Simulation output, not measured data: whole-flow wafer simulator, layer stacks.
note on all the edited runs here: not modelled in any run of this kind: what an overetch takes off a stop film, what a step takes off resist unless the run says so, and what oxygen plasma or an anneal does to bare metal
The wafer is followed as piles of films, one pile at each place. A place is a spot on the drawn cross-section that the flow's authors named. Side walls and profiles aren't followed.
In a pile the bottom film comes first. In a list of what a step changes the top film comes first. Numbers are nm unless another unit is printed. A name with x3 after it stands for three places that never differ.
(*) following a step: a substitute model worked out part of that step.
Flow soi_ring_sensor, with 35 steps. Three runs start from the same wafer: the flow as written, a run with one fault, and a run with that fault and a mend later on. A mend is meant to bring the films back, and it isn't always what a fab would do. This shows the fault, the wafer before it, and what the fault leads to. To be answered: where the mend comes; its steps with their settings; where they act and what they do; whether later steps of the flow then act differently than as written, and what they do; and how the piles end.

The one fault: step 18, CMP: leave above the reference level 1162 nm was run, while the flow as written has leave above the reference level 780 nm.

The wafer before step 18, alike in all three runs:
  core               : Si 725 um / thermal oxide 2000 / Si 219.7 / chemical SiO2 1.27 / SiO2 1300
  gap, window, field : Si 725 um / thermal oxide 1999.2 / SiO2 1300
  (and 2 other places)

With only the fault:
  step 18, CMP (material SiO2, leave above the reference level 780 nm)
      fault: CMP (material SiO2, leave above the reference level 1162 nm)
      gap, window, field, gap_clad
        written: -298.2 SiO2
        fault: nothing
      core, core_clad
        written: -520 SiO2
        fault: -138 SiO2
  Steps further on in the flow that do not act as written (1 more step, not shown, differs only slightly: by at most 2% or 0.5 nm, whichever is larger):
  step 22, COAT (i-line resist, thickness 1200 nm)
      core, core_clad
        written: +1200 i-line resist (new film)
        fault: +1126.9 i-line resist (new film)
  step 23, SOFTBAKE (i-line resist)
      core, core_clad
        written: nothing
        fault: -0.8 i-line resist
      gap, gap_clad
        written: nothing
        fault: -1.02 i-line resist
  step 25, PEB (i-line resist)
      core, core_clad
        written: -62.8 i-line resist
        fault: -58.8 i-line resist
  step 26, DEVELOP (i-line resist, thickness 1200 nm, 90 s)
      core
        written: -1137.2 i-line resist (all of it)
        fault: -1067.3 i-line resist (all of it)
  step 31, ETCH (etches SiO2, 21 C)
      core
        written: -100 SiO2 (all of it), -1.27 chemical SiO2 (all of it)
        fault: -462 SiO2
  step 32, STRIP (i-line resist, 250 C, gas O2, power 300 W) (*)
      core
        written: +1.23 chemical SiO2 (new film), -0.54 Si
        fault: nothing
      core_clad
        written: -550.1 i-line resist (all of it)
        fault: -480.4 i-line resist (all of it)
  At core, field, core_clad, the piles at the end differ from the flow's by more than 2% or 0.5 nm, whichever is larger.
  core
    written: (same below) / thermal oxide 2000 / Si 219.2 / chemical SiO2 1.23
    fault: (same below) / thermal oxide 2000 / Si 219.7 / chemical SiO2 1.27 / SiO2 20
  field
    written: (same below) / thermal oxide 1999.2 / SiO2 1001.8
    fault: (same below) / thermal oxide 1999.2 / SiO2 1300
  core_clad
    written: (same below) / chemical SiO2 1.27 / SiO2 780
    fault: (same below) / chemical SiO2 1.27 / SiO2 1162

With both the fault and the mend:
  The mend stands after step 27.
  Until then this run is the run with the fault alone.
  step 27a, STRIP (i-line resist, 250 C, gas O2, power 300 W) (*)
      field
        -1138 i-line resist (all of it)
      core_clad
        -1067.3 i-line resist (all of it)
      gap_clad
        -1147 i-line resist (all of it)
  step 27b, CMP (material SiO2, leave above the reference level 780 nm) (a further turn of the flow's step 18)
      gap, window, field, gap_clad
        -298.2 SiO2
      core, core_clad
        -382 SiO2
  step 27c, HMDS (120 C, 60 s) (a further turn of the flow's step 21)
      does not change any film at any place that is followed
  step 27d, COAT (i-line resist, thickness 1200 nm) (a further turn of the flow's step 22)
      core, gap, window, field, core_clad, gap_clad
        +1200 i-line resist (new film)
  step 27e, SOFTBAKE (i-line resist) (a further turn of the flow's step 23)
      does not change any film at any place that is followed
  step 27f, EXPOSE (photomask WINDOW, dose 101 mJ/cm2, NA 0.5, wavelength 365 nm) (*) (a further turn of the flow's step 24)
      does not change any film at any place that is followed
  step 27g, PEB (i-line resist) (a further turn of the flow's step 25)
      core, gap, window, field, core_clad, gap_clad
        -62.8 i-line resist
  step 27h, DEVELOP (i-line resist, thickness 1200 nm, 90 s) (a further turn of the flow's step 26)
      core, gap, window
        -1137.2 i-line resist (all of it)
      field, core_clad, gap_clad
        -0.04 i-line resist
  None of the later steps of the flow acts differently than as written at any place that is followed.
  At every place that both follow, the piles at the end match the flow's.
